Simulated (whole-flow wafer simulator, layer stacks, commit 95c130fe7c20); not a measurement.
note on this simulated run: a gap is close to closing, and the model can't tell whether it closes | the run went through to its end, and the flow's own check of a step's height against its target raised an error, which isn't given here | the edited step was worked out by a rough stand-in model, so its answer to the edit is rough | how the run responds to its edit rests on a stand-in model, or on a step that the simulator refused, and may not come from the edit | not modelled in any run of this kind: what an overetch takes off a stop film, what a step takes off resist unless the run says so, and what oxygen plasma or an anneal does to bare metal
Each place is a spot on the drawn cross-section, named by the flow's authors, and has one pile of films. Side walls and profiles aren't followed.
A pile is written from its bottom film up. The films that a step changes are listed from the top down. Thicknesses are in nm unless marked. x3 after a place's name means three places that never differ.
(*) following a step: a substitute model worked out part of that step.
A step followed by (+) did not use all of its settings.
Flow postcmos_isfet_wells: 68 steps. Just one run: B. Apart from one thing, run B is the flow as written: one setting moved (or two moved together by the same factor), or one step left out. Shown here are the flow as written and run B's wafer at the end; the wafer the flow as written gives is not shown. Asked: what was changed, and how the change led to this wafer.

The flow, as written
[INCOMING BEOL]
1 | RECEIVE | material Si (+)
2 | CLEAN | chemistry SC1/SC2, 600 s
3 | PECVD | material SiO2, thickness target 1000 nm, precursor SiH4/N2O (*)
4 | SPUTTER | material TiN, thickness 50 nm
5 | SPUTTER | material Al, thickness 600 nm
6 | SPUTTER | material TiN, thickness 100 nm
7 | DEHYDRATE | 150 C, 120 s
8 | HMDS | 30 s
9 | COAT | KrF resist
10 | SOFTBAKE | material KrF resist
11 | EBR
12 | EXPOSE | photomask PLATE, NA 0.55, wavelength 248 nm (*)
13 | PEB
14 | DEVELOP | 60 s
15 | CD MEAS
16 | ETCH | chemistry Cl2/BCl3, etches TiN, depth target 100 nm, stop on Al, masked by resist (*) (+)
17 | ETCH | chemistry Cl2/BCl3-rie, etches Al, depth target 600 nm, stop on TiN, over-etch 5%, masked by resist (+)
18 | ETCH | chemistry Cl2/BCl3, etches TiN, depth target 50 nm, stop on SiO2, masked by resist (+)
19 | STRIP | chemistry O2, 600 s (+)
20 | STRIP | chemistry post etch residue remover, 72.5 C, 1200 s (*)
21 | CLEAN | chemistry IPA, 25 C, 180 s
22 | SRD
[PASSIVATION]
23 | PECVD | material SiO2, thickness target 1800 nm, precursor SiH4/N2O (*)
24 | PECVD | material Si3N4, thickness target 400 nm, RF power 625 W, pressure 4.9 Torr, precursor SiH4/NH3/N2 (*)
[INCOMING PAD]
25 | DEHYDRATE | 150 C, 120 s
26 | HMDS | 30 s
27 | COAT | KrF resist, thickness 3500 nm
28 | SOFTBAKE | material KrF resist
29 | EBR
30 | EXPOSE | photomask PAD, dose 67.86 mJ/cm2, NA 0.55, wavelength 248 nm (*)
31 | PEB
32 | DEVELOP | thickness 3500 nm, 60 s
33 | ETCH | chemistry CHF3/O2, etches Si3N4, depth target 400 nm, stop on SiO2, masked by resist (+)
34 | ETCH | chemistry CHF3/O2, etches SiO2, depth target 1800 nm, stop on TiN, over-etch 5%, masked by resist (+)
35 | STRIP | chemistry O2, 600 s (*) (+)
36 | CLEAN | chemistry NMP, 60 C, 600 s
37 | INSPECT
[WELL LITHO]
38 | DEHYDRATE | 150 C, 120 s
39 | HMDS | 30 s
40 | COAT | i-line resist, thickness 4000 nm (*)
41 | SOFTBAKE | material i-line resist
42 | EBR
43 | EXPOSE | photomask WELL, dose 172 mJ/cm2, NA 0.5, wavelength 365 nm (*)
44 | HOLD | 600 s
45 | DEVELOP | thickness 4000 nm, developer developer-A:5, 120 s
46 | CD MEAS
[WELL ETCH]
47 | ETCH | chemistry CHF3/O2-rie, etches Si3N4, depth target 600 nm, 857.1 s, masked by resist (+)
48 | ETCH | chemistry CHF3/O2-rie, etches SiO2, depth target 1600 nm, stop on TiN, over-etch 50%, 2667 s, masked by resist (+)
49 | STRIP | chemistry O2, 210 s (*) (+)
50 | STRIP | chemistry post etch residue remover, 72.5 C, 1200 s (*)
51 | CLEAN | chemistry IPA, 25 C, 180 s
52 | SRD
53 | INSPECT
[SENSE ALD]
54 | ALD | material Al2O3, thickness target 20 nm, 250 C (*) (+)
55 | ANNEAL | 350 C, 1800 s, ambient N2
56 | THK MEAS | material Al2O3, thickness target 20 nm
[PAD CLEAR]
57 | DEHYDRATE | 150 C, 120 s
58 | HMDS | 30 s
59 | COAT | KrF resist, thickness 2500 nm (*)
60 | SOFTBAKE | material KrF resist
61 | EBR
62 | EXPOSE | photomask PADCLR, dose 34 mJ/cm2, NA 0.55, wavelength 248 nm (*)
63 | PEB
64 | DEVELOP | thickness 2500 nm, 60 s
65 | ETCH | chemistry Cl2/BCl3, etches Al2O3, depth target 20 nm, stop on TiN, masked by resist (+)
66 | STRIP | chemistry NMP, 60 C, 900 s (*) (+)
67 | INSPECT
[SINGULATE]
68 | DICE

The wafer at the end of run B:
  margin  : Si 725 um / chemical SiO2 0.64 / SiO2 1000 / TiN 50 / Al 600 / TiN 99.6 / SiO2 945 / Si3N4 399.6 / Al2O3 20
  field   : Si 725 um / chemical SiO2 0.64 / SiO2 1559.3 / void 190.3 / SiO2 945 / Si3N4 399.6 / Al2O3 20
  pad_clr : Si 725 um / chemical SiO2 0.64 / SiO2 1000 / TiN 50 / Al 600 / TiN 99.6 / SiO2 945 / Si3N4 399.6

The reason: step 23, PECVD: thickness target 945 nm was run, while the flow as written has thickness target 1800 nm.
The wafer itself shows it: margin has SiO2 945, and step 23 as written asks for 1800 nm.

The path from the change to this, step by step:
  23 | PECVD | material SiO2, thickness target 1800 nm, precursor SiH4/N2O (*)
      margin, well900, well1300 x3, pad_rim, pad_clr, pad_open: +945 SiO2 (new film) (as written it would have been: +1800 SiO2 (new film))
      field: +945 SiO2 (new film), +190.3 void (new film), +559.3 SiO2 (as written it would have been: +1800 SiO2 (new film), +189.9 void (new film), +559.7 SiO2)
  34 | ETCH | chemistry CHF3/O2, etches SiO2, depth target 1800 nm, stop on TiN, over-etch 5%, masked by resist (+)
      field, margin, well900, well1300 x3, pad_rim, pad_clr: -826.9 KrF resist (as written it would have been: -1500 KrF resist)
      pad_open: -945 SiO2 (all of it) (as written it would have been: -1800 SiO2 (all of it))
  35 | STRIP | chemistry O2, 600 s (*) (+)
      field, margin, well900, well1300 x3, pad_rim, pad_clr: -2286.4 KrF resist (all of it) (as written it would have been: -1613.3 KrF resist (all of it))
  40 | COAT | i-line resist, thickness 4000 nm (*)
      pad_clr: +3530.5 i-line resist (new film) (as written it would have been: +3256.8 i-line resist (new film))
      pad_open: +4496 i-line resist (new film) (as written it would have been: +4804.7 i-line resist (new film))
  41 | SOFTBAKE | material i-line resist
      pad_clr: -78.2 i-line resist (as written it would have been: -156.7 i-line resist)
      pad_open: +74.5 i-line resist (as written it would have been: +115.3 i-line resist)
  48 | ETCH | chemistry CHF3/O2-rie, etches SiO2, depth target 1600 nm, stop on TiN, over-etch 50%, 2667 s, masked by resist (+)
      well900, well1300 x3: -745 SiO2 (all of it) (as written it would have been: -1600 SiO2 (all of it))
  49 | STRIP | chemistry O2, 210 s (*) (+)
      pad_clr: -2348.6 i-line resist (all of it) (as written it would have been: -1996.5 i-line resist (all of it))
      pad_open: -3466.9 i-line resist (all of it) (as written it would have been: -3816.3 i-line resist (all of it))
  59 | COAT | KrF resist, thickness 2500 nm (*)
      field: +1857.4 KrF resist (new film) (as written it would have been: +1449 KrF resist (new film))
      margin: +1857.4 KrF resist (new film) (as written it would have been: +1448.9 KrF resist (new film))
      (and at 3 other places as well)
  60 | SOFTBAKE | material KrF resist
      pad_clr: -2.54 KrF resist (as written it would have been: -3.77 KrF resist)
  63 | PEB
      field, margin: -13 KrF resist (as written it would have been: -10.1 KrF resist)
      pad_rim: -15.3 KrF resist (as written it would have been: -13.9 KrF resist)
      (and at 2 other places as well)
  64 | DEVELOP | thickness 2500 nm, 60 s
      pad_clr: -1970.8 KrF resist (all of it) (as written it would have been: -1676 KrF resist (all of it))
      pad_open: -2828.1 KrF resist (all of it) (as written it would have been: -3045.1 KrF resist (all of it))
  66 | STRIP | chemistry NMP, 60 C, 900 s (*) (+)
      field, margin: -1805.6 KrF resist (all of it) (as written it would have been: -1400.1 KrF resist (all of it))
      pad_rim: -2120.3 KrF resist (all of it) (as written it would have been: -1923.7 KrF resist (all of it))
